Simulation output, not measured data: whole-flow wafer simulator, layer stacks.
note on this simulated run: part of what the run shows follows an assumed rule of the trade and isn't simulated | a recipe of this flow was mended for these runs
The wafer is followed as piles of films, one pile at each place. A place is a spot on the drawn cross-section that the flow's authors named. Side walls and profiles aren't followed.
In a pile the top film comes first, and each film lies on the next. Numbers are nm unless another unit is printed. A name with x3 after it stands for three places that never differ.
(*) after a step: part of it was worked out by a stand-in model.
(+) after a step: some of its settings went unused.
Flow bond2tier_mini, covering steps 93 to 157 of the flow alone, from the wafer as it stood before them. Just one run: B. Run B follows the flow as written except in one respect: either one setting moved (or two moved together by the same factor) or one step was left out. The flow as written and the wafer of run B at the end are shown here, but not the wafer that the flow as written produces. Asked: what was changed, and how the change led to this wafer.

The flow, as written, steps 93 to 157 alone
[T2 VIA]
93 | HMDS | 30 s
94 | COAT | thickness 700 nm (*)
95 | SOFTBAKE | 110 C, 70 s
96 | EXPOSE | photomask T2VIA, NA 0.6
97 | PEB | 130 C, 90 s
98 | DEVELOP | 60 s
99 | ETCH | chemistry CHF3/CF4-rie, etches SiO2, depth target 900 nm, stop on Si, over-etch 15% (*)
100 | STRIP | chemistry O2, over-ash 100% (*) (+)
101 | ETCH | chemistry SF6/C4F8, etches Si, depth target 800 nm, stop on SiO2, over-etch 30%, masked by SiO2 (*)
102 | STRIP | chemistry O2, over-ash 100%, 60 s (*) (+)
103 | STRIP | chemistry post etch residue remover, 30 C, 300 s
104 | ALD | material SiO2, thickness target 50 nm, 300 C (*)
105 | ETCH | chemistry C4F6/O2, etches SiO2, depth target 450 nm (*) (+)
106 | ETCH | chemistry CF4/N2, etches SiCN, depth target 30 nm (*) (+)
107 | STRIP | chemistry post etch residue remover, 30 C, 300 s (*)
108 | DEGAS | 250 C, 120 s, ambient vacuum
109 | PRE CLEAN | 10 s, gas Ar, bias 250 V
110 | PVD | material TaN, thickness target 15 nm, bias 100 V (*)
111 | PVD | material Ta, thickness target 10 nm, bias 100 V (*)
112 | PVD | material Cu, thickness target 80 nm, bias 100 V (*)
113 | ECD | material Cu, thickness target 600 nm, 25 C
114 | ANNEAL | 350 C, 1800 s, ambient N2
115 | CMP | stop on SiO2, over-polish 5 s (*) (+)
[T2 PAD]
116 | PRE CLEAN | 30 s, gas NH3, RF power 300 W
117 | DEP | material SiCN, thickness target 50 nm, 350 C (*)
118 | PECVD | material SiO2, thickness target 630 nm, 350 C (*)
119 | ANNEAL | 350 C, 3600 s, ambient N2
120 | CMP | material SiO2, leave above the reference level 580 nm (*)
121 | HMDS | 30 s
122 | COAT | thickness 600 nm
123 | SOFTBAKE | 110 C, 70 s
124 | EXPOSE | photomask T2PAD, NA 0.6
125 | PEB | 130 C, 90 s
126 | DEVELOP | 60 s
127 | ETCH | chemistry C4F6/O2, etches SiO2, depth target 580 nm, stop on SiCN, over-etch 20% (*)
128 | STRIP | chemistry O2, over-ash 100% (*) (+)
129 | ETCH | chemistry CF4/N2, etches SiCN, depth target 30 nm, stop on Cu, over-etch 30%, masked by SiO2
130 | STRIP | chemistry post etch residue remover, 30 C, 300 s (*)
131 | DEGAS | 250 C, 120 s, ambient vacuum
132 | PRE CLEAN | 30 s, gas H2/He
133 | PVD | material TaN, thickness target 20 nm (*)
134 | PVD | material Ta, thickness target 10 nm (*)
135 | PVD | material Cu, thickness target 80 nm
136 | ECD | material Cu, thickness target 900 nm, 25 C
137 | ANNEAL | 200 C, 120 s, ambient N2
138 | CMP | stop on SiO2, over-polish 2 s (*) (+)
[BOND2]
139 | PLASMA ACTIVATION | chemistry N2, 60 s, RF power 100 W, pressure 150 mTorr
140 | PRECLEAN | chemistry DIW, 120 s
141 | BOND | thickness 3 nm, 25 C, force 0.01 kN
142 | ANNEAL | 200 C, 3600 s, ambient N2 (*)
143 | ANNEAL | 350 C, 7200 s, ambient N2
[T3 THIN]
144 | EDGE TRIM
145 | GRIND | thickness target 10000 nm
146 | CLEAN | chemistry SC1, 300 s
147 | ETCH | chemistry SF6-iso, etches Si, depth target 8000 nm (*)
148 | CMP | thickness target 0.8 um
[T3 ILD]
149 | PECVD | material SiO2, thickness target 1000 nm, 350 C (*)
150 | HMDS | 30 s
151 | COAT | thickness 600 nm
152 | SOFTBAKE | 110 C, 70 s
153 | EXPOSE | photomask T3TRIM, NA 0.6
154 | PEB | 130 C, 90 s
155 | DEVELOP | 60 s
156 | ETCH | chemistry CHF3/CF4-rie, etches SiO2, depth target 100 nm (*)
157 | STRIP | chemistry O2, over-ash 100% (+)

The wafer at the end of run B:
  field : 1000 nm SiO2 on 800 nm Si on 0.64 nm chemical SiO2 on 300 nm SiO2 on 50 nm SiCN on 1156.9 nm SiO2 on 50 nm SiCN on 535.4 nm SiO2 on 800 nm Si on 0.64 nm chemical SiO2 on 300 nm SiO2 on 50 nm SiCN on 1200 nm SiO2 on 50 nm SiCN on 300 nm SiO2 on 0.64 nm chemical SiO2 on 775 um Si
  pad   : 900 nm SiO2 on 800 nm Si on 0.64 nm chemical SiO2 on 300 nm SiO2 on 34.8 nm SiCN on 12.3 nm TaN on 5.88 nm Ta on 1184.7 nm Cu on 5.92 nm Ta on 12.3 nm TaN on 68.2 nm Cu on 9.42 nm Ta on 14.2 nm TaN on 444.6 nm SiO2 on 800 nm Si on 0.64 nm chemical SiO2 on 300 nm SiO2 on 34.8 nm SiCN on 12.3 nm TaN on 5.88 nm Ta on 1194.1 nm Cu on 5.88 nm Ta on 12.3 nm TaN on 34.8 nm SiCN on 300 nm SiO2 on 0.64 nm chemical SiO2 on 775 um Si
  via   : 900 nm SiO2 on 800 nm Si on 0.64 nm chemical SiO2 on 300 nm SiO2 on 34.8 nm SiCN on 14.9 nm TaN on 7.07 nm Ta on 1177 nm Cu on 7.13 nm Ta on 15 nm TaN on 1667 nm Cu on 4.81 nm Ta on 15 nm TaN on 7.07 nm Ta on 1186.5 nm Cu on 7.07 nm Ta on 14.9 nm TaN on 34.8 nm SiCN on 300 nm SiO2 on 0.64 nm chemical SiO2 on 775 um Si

What caused this: step 104, ALD: thickness target 27.9 nm was run, while the flow as written has thickness target 50 nm.

The path from the change to this, step by step:
  104 | ALD | material SiO2, thickness target 50 nm, 300 C (*)
      field, pad, via: +27.9 SiO2 (it would be, as written: +50 SiO2)
  105 | ETCH | chemistry C4F6/O2, etches SiO2, depth target 450 nm (*) (+)
      via: -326 SiO2 (all of it), -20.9 SiCN (it would be, as written: -348.1 SiO2 (all of it), -17.2 SiCN)
  106 | ETCH | chemistry CF4/N2, etches SiCN, depth target 30 nm (*) (+)
      via: -13.9 SiCN (all of it), -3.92 TaN (it would be, as written: -17.6 SiCN (all of it), -3.01 TaN)
  112 | PVD | material Cu, thickness target 80 nm, bias 100 V (*)
      via: +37 Cu (new film) (it would be, as written: +35 Cu (new film))
